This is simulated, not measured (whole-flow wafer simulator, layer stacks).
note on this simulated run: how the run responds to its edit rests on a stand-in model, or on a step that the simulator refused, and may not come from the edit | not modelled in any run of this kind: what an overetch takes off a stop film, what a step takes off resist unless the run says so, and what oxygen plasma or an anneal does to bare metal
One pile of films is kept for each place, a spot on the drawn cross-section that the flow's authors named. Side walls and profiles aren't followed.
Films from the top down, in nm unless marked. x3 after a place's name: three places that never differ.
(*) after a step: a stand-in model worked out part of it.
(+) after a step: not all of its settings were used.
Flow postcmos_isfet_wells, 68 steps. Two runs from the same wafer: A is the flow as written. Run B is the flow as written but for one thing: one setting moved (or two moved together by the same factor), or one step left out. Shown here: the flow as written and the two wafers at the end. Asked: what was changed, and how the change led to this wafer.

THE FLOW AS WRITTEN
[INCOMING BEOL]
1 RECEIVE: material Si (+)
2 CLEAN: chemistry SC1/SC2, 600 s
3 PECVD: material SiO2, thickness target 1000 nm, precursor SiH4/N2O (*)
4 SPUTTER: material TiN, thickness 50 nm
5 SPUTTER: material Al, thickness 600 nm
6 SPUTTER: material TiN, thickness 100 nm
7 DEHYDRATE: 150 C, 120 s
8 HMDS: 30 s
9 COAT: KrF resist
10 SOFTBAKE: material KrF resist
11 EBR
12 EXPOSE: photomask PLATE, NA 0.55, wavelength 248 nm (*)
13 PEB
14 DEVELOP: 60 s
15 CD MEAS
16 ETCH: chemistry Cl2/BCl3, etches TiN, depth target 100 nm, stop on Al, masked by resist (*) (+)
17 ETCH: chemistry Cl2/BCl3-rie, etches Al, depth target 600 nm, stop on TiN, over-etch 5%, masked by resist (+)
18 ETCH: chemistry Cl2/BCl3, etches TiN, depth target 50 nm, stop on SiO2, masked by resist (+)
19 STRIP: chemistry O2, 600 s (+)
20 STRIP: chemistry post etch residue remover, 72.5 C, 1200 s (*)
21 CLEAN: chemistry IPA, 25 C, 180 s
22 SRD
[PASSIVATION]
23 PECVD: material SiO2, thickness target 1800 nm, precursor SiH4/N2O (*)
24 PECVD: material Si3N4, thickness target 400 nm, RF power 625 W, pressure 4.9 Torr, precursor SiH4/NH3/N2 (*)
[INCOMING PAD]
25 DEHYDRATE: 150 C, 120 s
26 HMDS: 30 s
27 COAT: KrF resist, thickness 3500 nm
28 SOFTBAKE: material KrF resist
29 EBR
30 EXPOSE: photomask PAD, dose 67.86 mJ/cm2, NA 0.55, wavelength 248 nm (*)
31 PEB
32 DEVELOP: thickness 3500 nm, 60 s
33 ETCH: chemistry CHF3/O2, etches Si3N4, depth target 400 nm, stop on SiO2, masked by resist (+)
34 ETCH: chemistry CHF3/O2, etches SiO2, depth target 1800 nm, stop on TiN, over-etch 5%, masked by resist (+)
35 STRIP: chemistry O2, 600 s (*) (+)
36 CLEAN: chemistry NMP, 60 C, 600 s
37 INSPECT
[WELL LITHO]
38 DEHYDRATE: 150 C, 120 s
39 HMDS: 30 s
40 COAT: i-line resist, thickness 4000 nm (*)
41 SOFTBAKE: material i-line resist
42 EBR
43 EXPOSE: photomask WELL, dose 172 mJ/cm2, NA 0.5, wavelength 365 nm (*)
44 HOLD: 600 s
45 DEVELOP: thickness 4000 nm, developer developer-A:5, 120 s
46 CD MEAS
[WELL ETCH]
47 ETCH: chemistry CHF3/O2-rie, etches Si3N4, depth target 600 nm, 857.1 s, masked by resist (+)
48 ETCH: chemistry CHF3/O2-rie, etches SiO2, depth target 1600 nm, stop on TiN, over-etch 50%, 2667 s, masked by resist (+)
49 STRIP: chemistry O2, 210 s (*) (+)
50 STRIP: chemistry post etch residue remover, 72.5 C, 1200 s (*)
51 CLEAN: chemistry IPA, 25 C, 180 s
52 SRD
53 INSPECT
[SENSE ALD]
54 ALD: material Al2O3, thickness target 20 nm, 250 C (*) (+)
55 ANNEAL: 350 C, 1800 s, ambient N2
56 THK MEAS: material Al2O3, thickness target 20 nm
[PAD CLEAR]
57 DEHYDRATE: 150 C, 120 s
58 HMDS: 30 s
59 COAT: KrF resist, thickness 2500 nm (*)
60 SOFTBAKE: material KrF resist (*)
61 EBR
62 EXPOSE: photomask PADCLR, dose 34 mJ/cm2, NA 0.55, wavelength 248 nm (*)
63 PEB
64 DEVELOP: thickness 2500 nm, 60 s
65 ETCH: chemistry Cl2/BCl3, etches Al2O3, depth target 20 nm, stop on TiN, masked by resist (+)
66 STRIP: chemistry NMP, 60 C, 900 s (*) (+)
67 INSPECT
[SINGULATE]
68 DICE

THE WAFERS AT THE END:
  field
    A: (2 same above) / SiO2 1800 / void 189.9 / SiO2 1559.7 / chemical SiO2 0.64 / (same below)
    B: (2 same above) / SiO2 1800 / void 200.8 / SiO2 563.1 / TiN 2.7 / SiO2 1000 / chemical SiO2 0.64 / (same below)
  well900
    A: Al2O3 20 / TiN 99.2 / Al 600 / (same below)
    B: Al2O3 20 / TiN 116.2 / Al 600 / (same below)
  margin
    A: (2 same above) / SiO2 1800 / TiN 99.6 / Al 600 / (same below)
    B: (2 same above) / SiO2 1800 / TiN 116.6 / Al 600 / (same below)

The cause: step 6, SPUTTER: thickness 117 nm was run, where the flow has thickness 100 nm; step 18, ETCH: depth target 58.3 nm was run, where the flow has depth target 50 nm.

How the change led to this, step by step:
  6 SPUTTER: material TiN, thickness 100 nm
      field, margin, well900 and 6 more: A TiN +100 (new film) | B TiN +117 (new film)
  16 ETCH: chemistry Cl2/BCl3, etches TiN, depth target 100 nm, stop on Al, masked by resist (*) (+)
      field: A TiN -100 (all of it) | B TiN -100
  17 ETCH: chemistry Cl2/BCl3-rie, etches Al, depth target 600 nm, stop on TiN, over-etch 5%, masked by resist (+)
      field: A Al -600 (all of it) | B TiN -17 (all of it), Al -572.8
  18 ETCH: chemistry Cl2/BCl3, etches TiN, depth target 50 nm, stop on SiO2, masked by resist (+)
      field: A TiN -50 (all of it) | B Al -27.2 (all of it), TiN -46.9
      margin, well900, well1300, well2000, well3000, pad_rim, pad_clr, pad_open: A KrF resist -20 | B KrF resist -23.3
  23 PECVD: material SiO2, thickness target 1800 nm, precursor SiH4/N2O (*)
      field: A SiO2 +1800 (new film), void +189.9 (new film), SiO2 +559.7 | B SiO2 +1800 (new film), void +200.8 (new film), SiO2 +563.1 (new film)
Counting metal films that touch as one body, field has 1 body; the flow as written gives 0 bodies.
